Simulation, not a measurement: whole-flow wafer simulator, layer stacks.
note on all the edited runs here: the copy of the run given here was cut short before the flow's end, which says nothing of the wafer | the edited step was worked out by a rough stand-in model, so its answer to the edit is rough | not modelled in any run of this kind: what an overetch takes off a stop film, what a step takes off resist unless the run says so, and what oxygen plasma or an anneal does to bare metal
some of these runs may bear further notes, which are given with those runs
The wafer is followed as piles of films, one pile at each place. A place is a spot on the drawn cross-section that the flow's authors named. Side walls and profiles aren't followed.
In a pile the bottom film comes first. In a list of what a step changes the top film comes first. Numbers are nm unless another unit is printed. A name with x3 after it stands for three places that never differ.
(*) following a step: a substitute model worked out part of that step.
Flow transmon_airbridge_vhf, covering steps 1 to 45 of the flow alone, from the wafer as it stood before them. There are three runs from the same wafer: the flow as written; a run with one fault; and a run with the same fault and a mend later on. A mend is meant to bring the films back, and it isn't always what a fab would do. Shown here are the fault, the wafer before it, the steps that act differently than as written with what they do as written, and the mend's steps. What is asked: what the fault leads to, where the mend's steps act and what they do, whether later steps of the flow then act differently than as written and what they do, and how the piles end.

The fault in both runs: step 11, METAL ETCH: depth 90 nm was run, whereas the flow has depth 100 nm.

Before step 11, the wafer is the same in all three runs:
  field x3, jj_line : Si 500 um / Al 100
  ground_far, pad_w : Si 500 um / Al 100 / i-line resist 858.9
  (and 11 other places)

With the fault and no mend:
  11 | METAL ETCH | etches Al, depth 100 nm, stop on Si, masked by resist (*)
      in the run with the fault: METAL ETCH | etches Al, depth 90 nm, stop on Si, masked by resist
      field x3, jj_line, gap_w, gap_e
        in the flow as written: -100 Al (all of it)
        in the run with the fault: -90 Al
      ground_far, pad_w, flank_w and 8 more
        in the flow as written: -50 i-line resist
        in the run with the fault: -45 i-line resist
  Steps further on in the flow that do not act as written (19 other steps are not shown; they differ only slightly, by no more than 2% or 0.5 nm, whichever is larger):
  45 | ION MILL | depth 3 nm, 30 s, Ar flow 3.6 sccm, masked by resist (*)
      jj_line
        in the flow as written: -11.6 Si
        in the run with the fault: -10 Al (all of it), -6 Si
  The piles end different from the flow's at field x3, gap_w, gap_e by more than 2% or 0.5 nm, whichever is larger.
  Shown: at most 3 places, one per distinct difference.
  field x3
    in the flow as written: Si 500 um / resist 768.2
    in the run with the fault: Si 500 um / Al 10 / resist 768.2
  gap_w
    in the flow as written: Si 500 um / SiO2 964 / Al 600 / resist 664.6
    in the run with the fault: Si 500 um / Al 10 / SiO2 964 / Al 600 / resist 661.7

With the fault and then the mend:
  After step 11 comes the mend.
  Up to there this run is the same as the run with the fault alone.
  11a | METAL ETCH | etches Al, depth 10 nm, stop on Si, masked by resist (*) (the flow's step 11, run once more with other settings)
      ground_far, pad_w, flank_w and 8 more
        -5 i-line resist
      field x3, jj_line, gap_w, gap_e
        -10 Al (all of it)
  Later steps of the flow that are run all act as written at every place that is followed.
  The piles end the same as the flow's at every place that both follow.
